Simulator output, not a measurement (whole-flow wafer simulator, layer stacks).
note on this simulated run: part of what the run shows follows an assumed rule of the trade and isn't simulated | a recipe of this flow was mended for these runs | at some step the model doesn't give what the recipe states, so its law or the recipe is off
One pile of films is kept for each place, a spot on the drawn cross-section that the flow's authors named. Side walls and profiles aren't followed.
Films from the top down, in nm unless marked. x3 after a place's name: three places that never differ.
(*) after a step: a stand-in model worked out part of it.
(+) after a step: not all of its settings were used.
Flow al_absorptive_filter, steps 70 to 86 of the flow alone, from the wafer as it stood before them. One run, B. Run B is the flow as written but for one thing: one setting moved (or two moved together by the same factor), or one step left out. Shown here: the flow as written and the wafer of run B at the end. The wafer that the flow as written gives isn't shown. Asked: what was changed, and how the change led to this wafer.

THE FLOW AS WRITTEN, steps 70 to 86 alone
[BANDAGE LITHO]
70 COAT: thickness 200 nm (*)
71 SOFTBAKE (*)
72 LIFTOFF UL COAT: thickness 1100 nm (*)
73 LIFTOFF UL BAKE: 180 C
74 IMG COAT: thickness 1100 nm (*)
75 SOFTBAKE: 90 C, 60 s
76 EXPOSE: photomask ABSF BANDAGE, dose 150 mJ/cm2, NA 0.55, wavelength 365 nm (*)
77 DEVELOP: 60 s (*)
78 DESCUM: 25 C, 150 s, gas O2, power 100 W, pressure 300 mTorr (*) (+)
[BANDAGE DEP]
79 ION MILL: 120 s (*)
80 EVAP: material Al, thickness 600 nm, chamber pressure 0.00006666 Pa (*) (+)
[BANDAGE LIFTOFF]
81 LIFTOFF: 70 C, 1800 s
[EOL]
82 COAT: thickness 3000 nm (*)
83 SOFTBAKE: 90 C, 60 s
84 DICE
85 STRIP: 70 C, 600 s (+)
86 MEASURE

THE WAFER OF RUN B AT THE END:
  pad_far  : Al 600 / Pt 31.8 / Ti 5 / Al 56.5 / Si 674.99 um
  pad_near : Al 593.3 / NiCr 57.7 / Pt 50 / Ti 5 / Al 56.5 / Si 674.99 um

The cause: step 74, IMG COAT: thickness 1364 nm was run, where the flow has thickness 1100 nm; step 79, ION MILL: 149 s was run, where the flow has 120 s.

How the change led to this, step by step:
  74 IMG COAT: thickness 1100 nm (*)
      xa_field, xl_land, idc_field: i-line-resist +1364 (new film) (as written it would be: i-line-resist +1100 (new film))
      idc_line, idc_space: i-line-resist +1363.7 (new film) (as written it would be: i-line-resist +1099.7 (new film))
      (and at 9 more places)
  75 SOFTBAKE: 90 C, 60 s
      xa_margin: i-line-resist -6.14 (as written it would be: i-line-resist -3.13)
      xa_strip: i-line-resist -11.6 (as written it would be: i-line-resist -4.64)
      (and at 2 more places)
  77 DEVELOP: 60 s (*)
      pad_far: i-line-resist -1357.6 (all of it), lift-off-underlayer -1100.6 (all of it) (as written it would be: i-line-resist -1093.9 (all of it), lift-off-underlayer -1100.6 (all of it))
      pad_near: i-line-resist -1349.1 (all of it), lift-off-underlayer -1058.2 (all of it) (as written it would be: i-line-resist -1085.7 (all of it), lift-off-underlayer -1058.2 (all of it))
  79 ION MILL: 120 s (*)
      gnd, ledge, res and 9 more: i-line-resist -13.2 (as written it would be: i-line-resist -10.7)
      pad_far: Pt -18.2 (as written it would be: Pt -14.7)
      (and at 1 more place)
  81 LIFTOFF: 70 C, 1800 s
      xa_field, xl_land, idc_field: Al -600 (all of it), i-line-resist -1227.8 (all of it), lift-off-underlayer -1100 (all of it), acrylic-e-beam-resist -200 (all of it) (as written it would be: Al -600 (all of it), i-line-resist -966.4 (all of it), lift-off-underlayer -1100 (all of it), acrylic-e-beam-resist -200 (all of it))
      gnd: Al -600 (all of it), i-line-resist -1229.8 (all of it), lift-off-underlayer -1103.3 (all of it), acrylic-e-beam-resist -200.9 (all of it) (as written it would be: Al -600 (all of it), i-line-resist -968.3 (all of it), lift-off-underlayer -1103.3 (all of it), acrylic-e-beam-resist -200.9 (all of it))
      (and at 8 more places)
